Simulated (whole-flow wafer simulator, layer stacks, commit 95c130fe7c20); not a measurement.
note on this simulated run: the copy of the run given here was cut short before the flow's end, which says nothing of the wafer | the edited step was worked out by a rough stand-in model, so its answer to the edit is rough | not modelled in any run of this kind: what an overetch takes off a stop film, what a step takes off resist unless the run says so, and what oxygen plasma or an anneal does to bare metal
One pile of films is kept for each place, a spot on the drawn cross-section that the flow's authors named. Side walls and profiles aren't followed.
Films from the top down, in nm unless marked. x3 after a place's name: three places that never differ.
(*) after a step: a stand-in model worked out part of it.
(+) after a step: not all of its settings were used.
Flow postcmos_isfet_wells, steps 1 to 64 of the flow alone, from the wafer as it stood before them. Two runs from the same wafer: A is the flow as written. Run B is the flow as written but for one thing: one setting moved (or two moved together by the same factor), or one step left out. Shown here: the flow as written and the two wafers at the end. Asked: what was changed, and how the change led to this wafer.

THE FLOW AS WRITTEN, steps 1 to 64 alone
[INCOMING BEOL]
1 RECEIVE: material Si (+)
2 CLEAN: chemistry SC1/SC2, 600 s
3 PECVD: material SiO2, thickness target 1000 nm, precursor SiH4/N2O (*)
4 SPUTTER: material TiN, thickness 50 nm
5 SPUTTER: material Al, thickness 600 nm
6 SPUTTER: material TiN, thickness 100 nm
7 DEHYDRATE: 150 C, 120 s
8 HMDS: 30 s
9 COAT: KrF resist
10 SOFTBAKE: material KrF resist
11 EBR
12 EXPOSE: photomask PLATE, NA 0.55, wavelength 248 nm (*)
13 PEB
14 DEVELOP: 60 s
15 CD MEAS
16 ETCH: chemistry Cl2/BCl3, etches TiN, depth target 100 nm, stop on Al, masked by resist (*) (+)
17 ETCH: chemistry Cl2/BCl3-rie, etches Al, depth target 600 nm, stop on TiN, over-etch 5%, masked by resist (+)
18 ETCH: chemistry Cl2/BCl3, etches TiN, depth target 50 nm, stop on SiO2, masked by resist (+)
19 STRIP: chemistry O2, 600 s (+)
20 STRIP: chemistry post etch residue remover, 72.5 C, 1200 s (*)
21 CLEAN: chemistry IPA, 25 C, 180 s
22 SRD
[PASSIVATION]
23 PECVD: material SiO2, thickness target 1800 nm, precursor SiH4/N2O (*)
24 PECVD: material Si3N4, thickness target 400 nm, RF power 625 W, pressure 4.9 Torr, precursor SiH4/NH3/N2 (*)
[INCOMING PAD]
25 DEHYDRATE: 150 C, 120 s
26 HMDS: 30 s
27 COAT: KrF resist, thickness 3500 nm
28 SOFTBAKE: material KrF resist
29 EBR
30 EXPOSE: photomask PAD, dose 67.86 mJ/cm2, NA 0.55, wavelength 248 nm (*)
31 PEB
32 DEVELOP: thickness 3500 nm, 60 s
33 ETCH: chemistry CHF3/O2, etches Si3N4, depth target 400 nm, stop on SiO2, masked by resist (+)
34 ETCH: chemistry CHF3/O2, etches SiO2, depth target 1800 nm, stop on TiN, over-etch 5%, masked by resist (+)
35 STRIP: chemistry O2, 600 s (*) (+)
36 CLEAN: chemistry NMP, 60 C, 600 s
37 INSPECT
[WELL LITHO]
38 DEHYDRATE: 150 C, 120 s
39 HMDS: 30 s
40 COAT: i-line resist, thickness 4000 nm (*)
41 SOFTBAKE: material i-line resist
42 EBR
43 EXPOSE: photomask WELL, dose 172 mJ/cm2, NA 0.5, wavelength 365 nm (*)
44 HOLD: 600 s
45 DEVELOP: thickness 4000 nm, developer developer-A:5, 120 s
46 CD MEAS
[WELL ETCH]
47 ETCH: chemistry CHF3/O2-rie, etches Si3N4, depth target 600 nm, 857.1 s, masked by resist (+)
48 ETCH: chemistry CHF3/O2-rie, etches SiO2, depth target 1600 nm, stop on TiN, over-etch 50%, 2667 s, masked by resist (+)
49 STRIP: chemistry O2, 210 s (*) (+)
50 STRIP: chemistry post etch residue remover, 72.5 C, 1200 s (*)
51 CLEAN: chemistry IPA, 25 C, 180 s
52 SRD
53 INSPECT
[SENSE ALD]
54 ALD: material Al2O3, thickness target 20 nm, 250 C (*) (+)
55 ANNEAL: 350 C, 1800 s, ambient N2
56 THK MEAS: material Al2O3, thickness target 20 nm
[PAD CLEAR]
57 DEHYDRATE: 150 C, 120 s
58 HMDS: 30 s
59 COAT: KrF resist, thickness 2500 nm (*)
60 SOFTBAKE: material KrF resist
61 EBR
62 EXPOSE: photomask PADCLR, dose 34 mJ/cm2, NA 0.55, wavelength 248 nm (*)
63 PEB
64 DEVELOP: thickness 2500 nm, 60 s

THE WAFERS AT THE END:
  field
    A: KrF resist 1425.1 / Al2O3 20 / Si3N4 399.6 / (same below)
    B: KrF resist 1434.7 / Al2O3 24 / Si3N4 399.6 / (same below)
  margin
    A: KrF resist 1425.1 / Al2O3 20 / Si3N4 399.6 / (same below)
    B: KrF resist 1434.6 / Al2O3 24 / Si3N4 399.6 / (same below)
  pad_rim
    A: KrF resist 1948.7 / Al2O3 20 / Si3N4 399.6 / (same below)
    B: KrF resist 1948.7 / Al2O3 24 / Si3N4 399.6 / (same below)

The cause: step 54, ALD: thickness target 24 nm was run, where the flow has thickness target 20 nm.
It can be read off the wafer: field has Al2O3 24, and step 54 as written asks for 20 nm.

How the change led to this, step by step:
  54 ALD: material Al2O3, thickness target 20 nm, 250 C (*) (+)
      field, margin, well900, well1300 x3, pad_rim, pad_clr, pad_open: A Al2O3 +20 (new film) | B Al2O3 +24 (new film)
